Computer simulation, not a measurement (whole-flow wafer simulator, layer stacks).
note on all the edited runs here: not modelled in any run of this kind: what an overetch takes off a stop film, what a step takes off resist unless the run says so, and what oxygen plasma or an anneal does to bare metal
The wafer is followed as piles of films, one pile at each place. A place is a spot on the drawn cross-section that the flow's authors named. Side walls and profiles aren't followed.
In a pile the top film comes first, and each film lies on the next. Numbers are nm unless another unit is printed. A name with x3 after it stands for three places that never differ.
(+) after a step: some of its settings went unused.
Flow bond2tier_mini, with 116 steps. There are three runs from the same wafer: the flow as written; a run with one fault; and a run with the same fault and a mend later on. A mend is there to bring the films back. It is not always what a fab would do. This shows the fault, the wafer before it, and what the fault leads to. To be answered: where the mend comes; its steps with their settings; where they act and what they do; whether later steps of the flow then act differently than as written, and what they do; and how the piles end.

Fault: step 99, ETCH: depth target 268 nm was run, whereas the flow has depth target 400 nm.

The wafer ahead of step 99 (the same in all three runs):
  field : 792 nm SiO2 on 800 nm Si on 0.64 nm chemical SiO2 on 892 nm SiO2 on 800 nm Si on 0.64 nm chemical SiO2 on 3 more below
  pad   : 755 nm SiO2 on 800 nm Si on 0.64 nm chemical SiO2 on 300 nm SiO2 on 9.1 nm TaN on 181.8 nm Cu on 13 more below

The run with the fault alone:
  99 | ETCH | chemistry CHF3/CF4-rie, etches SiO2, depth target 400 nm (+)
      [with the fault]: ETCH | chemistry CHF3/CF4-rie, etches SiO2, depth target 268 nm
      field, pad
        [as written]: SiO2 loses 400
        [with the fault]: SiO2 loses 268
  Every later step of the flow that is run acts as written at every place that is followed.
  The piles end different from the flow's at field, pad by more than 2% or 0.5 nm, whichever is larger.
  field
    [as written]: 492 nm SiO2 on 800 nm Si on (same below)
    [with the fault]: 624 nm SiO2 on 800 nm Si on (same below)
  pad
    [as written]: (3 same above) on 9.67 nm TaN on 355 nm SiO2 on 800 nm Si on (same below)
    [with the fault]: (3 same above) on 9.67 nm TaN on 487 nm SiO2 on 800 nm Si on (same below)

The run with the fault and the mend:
  After step 99 comes the mend.
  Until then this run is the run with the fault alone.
  99a | ETCH | chemistry CHF3/CF4-rie, etches SiO2, depth target 132 nm (+) (the flow's step 99 again, with other settings)
      field, pad
        SiO2 loses 132
  Every later step of the flow that is run acts as written at every place that is followed.
  The piles end the same as the flow's at every place that both follow.
